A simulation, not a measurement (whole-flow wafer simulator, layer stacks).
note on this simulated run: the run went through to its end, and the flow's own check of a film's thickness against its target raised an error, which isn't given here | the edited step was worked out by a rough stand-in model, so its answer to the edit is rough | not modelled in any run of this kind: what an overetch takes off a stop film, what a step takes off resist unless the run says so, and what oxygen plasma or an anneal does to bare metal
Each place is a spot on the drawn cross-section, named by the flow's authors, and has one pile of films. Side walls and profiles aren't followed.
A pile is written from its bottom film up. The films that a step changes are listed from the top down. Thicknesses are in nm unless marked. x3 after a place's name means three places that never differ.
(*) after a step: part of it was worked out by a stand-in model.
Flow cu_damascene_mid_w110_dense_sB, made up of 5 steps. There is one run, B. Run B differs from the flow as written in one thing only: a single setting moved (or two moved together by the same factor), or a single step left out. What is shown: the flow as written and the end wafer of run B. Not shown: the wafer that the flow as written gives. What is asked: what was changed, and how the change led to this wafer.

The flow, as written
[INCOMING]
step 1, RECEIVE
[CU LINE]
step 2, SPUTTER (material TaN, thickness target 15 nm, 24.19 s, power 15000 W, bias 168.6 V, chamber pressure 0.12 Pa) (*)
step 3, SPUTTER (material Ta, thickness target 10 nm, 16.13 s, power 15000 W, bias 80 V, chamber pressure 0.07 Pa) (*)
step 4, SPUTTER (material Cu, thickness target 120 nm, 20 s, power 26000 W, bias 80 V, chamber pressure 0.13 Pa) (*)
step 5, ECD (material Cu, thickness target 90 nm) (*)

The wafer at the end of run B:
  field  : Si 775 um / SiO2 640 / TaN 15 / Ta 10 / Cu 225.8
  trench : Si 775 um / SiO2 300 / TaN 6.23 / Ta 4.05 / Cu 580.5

The reason: step 5, ECD: thickness target 105.8 nm was run, whereas the flow has thickness target 90 nm.

How this came from the change, step by step:
  step 5, ECD (material Cu, thickness target 90 nm) (*)
      field: +105.8 Cu (it would be, as written: +90 Cu)
      trench: +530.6 Cu (it would be, as written: +514.8 Cu)
